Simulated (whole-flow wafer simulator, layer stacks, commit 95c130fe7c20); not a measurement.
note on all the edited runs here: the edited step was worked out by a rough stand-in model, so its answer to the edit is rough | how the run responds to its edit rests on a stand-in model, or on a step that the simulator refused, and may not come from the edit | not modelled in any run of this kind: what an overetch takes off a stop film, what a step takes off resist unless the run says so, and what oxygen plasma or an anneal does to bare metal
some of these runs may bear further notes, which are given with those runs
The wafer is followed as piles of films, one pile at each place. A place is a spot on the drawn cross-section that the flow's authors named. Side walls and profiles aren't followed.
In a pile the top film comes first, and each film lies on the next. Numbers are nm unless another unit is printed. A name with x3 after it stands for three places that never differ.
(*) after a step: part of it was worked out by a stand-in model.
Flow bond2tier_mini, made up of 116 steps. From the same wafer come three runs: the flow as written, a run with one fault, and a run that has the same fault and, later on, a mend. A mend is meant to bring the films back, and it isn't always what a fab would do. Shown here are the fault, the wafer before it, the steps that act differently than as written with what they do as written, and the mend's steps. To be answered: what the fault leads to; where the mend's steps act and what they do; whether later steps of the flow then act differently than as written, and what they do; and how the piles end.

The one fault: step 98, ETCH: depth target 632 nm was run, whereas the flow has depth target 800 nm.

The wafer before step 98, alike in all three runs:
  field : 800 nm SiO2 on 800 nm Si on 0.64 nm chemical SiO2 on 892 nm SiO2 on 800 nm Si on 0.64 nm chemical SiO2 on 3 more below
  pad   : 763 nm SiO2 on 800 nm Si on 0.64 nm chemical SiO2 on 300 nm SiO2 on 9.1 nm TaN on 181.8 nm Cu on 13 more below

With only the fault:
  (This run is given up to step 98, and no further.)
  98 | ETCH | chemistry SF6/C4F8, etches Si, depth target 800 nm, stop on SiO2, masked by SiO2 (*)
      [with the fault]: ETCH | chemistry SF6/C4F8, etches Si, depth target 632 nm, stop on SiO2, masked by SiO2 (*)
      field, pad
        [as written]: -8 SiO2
        [with the fault]: -6.32 SiO2
  The piles after step 98 are only slightly different from the flow's at the places that both follow, by no more than 2% or 0.5 nm, whichever is larger.

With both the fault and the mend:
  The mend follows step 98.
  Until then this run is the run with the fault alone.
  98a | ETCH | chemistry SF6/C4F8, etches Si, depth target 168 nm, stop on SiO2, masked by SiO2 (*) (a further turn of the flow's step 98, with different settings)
      field, pad
        -1.68 SiO2
  Later steps of the flow that are run all act as written at every place that is followed.
  By the end, the piles equal the flow's at every place that both follow.
